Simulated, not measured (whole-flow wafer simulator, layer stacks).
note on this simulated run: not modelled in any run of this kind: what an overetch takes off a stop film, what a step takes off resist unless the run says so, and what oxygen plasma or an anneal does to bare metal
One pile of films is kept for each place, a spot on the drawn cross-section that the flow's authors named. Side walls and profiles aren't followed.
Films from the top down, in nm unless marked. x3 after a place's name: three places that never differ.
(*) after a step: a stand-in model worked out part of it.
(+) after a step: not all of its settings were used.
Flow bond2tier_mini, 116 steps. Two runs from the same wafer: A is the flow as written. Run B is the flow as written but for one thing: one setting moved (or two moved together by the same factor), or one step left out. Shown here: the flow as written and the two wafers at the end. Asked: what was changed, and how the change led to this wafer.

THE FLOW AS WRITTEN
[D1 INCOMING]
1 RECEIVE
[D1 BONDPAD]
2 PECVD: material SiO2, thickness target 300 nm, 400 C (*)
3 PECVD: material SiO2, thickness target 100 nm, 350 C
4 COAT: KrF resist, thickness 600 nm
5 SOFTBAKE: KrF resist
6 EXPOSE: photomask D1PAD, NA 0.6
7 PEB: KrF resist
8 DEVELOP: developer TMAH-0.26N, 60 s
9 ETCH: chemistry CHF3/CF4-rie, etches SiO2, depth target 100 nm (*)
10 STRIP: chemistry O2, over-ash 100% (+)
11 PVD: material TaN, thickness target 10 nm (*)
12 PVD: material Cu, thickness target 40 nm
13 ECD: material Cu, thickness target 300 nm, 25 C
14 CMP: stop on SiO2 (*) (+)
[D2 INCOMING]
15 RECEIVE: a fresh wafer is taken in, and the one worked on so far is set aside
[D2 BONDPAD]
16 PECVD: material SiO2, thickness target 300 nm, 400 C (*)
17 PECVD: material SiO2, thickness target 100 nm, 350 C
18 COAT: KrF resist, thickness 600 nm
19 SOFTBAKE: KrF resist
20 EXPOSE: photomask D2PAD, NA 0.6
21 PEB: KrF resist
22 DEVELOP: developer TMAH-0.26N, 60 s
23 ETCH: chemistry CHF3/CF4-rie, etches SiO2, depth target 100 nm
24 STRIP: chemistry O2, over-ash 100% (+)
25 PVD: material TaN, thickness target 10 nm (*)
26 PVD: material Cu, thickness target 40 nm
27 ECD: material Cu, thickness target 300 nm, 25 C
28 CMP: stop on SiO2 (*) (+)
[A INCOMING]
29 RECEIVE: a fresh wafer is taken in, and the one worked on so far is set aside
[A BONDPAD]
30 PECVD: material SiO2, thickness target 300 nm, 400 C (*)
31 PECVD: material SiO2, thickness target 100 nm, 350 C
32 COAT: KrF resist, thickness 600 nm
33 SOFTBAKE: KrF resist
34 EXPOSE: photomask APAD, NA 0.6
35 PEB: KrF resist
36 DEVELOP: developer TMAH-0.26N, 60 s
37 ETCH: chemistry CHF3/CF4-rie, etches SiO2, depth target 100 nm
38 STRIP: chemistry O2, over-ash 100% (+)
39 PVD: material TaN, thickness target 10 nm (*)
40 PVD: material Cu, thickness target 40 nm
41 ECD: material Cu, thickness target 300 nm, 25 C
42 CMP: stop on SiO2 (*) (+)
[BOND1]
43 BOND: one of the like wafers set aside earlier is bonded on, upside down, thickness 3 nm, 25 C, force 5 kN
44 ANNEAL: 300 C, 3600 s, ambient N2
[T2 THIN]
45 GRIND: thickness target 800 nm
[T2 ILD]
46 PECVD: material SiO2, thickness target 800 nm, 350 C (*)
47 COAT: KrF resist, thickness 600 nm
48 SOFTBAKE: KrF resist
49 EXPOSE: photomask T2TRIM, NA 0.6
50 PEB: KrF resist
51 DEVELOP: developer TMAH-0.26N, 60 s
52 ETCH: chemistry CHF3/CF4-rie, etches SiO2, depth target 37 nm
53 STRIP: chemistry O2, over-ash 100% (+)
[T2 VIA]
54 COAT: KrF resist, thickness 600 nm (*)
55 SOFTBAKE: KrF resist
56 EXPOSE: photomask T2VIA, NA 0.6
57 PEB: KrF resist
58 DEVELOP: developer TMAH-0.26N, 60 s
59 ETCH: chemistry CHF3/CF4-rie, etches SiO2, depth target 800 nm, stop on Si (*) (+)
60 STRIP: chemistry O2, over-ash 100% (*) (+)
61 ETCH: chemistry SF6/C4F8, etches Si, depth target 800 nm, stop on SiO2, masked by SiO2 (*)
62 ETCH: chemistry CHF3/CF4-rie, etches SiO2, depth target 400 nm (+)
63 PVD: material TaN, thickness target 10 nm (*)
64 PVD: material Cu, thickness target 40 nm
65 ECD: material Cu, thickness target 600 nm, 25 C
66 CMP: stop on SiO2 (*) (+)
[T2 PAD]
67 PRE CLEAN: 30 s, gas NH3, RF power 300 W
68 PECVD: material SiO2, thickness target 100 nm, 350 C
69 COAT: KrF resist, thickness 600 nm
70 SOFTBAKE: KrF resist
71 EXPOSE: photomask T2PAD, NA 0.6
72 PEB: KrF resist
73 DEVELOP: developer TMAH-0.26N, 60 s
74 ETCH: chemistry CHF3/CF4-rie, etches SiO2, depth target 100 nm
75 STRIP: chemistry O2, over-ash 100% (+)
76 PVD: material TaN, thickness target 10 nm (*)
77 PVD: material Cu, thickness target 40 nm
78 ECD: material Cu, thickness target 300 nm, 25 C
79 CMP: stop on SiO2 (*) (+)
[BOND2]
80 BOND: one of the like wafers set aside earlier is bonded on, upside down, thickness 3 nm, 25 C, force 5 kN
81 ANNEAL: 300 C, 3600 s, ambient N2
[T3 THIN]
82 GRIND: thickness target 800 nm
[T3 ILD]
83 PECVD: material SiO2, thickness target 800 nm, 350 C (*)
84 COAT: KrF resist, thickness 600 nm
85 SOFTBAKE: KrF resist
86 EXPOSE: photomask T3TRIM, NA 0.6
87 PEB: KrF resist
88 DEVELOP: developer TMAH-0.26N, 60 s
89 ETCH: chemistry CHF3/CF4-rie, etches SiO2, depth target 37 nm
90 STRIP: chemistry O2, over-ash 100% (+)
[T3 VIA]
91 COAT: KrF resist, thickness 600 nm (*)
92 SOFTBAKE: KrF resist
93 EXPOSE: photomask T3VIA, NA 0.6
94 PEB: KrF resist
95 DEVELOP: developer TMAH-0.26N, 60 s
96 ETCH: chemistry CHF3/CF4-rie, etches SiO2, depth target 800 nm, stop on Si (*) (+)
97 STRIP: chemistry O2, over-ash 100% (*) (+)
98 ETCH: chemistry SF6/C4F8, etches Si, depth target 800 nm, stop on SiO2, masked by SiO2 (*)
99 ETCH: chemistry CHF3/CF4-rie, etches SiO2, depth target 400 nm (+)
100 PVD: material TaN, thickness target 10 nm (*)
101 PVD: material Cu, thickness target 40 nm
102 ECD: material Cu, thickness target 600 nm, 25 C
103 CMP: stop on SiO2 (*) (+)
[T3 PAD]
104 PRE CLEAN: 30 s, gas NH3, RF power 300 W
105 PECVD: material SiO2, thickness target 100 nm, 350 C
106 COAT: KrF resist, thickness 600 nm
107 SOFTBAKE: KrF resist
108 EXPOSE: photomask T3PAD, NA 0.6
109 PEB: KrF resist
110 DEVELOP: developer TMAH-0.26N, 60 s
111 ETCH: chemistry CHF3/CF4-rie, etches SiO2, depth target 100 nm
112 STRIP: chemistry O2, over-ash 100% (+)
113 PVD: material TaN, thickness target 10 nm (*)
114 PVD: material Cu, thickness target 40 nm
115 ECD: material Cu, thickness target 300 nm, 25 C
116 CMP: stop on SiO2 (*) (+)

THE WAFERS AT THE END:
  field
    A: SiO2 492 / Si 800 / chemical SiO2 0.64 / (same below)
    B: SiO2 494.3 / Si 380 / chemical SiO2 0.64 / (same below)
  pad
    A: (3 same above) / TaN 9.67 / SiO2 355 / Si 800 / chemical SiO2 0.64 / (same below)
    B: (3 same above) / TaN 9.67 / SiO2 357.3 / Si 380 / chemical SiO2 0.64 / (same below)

The cause: step 82, GRIND: thickness target 380 nm was run, where the flow has thickness target 800 nm.
It can be read off the wafer: field has Si 380, and step 82 as written asks for 800 nm.

How the change led to this, step by step:
  82 GRIND: thickness target 800 nm
      field, pad: A Si -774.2 um | B Si -774.62 um
  98 ETCH: chemistry SF6/C4F8, etches Si, depth target 800 nm, stop on SiO2, masked by SiO2 (*)
      field, pad: A SiO2 -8 | B SiO2 -5.7
